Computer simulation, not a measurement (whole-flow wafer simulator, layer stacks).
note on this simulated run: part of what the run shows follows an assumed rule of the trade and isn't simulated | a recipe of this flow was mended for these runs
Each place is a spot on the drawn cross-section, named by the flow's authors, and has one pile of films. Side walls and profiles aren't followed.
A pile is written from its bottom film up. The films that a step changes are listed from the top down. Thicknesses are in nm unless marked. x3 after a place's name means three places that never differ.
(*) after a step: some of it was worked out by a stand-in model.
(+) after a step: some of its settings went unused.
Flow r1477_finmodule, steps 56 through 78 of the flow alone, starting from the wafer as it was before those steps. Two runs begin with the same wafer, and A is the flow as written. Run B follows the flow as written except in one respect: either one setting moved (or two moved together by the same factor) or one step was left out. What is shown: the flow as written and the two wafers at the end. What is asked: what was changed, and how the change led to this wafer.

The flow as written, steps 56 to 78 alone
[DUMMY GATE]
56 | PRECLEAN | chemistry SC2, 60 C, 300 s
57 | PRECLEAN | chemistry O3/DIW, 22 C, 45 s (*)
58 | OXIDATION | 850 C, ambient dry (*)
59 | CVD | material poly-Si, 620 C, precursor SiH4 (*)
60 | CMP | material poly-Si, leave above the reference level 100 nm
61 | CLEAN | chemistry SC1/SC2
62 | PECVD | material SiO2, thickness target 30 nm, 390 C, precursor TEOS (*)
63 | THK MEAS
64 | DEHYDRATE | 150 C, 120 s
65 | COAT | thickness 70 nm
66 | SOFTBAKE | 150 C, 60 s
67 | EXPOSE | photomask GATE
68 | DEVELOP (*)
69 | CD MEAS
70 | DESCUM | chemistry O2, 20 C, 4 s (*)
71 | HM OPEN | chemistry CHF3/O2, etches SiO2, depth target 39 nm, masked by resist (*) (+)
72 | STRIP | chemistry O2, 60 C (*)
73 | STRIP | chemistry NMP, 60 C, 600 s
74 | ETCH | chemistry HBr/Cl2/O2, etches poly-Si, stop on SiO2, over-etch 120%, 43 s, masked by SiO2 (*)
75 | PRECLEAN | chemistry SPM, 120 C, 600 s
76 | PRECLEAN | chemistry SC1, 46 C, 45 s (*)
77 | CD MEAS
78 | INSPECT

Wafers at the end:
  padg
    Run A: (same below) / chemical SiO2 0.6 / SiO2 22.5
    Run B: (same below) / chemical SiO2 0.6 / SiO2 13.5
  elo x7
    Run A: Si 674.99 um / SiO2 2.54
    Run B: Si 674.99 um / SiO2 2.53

What caused this: step 62, PECVD: thickness target 21 nm was run, while the flow as written has thickness target 30 nm.

The path from the change to this, step by step:
  62 | PECVD | material SiO2, thickness target 30 nm, 390 C, precursor TEOS (*)
      pad, padg, elg x7 and 27 more: A SiO2 gains 30 (new film) | B SiO2 gains 21 (new film)
  71 | HM OPEN | chemistry CHF3/O2, etches SiO2, depth target 39 nm, masked by resist (*) (+)
      pad, elo x7, eso x6, e200so, s40co x3: A SiO2 loses 30 (all of it), chemical SiO2 loses 0.6 (all of it), poly-Si loses 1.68 | B SiO2 loses 21 (all of it), chemical SiO2 loses 0.6 (all of it), poly-Si loses 3.48
